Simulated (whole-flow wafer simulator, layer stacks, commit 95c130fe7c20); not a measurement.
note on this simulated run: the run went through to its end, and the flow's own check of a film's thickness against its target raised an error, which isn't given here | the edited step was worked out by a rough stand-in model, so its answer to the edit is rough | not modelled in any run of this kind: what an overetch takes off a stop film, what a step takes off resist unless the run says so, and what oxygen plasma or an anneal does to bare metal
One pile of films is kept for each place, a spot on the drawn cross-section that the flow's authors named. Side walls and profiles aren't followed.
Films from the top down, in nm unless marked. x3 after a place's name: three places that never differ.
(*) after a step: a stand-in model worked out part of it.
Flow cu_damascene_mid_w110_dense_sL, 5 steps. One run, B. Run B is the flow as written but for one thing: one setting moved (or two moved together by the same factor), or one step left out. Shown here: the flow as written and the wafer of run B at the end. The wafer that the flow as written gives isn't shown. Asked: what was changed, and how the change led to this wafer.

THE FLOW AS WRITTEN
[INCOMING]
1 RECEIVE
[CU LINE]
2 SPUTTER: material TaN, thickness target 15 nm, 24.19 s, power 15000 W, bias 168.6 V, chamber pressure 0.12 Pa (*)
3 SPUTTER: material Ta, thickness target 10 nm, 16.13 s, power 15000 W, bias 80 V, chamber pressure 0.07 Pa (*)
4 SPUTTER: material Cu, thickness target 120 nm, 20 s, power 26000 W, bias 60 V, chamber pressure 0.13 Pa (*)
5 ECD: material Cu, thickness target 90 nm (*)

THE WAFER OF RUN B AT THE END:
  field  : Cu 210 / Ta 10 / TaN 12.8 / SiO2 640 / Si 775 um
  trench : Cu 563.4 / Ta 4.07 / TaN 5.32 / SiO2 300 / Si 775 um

The cause: step 2, SPUTTER: thickness target 12.8 nm was run, where the flow has thickness target 15 nm; step 2, SPUTTER: 20.56 s was run, where the flow has 24.19 s.
It can be read off the wafer: field has TaN 12.8, and step 2 as written asks for 15 nm.

How the change led to this, step by step:
  2 SPUTTER: material TaN, thickness target 15 nm, 24.19 s, power 15000 W, bias 168.6 V, chamber pressure 0.12 Pa (*)
      field: TaN +12.8 (new film) (as written it would be: TaN +15 (new film))
      trench: TaN +5.32 (new film) (as written it would be: TaN +6.23 (new film))
